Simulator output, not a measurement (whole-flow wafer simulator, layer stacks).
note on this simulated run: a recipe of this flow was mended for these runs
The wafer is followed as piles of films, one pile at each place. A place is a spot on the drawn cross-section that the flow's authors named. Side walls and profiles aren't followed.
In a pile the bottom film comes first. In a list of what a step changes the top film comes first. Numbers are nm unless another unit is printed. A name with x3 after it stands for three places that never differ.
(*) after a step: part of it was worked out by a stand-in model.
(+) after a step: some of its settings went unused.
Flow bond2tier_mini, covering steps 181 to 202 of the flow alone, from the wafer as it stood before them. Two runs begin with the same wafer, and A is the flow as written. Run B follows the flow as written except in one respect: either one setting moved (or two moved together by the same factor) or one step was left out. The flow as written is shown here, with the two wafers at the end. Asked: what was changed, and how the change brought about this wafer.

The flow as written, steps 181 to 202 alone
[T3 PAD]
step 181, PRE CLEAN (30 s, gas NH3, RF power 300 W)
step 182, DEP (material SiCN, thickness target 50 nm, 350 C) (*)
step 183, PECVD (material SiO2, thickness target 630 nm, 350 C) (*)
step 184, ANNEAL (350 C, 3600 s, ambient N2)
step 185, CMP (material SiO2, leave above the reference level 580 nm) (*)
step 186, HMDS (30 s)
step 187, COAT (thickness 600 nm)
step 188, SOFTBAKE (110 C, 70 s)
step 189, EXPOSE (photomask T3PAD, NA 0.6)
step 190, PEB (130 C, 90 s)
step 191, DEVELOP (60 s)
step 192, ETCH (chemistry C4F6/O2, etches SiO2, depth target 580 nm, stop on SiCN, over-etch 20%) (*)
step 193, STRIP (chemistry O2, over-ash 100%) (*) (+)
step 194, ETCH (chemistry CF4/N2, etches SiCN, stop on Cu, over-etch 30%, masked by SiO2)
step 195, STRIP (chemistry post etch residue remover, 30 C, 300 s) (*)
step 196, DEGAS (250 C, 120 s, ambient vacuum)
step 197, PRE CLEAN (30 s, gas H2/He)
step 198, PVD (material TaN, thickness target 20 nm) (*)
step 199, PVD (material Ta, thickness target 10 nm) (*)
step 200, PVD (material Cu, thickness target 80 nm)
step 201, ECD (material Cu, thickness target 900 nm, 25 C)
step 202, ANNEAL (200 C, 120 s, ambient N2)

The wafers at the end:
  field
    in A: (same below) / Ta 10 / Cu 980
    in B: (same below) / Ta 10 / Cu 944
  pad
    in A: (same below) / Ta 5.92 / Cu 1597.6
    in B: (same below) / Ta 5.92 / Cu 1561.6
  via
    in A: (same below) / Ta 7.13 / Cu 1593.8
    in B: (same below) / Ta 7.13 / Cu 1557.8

What caused this: step 200, PVD: thickness target 44 nm was run, while the flow as written has thickness target 80 nm.

The path from the change to this, step by step:
  step 200, PVD (material Cu, thickness target 80 nm)
      field: A Cu gains 80 (new film) | B Cu gains 44 (new film)
      pad: A Cu gains 48.7 (new film) | B Cu gains 26.9 (new film)
      (and at 1 other place as well)
